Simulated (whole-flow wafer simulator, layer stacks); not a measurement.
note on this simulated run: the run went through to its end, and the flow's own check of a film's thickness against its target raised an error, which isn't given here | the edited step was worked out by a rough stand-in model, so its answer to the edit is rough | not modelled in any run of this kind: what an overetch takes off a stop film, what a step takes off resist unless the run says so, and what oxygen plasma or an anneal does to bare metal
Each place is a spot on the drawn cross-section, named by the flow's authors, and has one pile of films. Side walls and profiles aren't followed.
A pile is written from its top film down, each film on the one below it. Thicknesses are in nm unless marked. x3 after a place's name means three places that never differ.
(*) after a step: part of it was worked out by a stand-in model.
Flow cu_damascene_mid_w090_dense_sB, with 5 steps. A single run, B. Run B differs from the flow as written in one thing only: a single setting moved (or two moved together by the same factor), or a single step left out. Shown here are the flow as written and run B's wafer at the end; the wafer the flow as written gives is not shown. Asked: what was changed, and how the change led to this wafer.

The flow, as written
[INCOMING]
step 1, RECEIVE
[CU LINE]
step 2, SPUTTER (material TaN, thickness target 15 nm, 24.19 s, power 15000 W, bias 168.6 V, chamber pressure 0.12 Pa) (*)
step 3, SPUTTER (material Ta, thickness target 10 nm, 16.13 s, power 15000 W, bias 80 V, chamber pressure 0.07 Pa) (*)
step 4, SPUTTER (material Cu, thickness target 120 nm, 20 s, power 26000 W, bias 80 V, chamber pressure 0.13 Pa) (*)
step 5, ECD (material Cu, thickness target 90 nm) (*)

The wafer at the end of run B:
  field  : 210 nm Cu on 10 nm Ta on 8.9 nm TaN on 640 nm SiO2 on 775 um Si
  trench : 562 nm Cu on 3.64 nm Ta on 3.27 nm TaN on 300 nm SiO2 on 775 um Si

What caused this: step 2, SPUTTER: thickness target 8.9 nm was run, whereas the flow has thickness target 15 nm; step 2, SPUTTER: 14.32 s was run, where the flow has 24.19 s.
One can read it off the wafer: field has TaN 8.9, and step 2 as written asks for 15 nm.

How this came from the change, step by step:
  step 2, SPUTTER (material TaN, thickness target 15 nm, 24.19 s, power 15000 W, bias 168.6 V, chamber pressure 0.12 Pa) (*)
      field: +8.9 TaN (new film) (it would be, as written: +15 TaN (new film))
      trench: +3.27 TaN (new film) (it would be, as written: +5.51 TaN (new film))
  step 4, SPUTTER (material Cu, thickness target 120 nm, 20 s, power 26000 W, bias 80 V, chamber pressure 0.13 Pa) (*)
      trench: +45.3 Cu (new film) (it would be, as written: +44.3 Cu (new film))
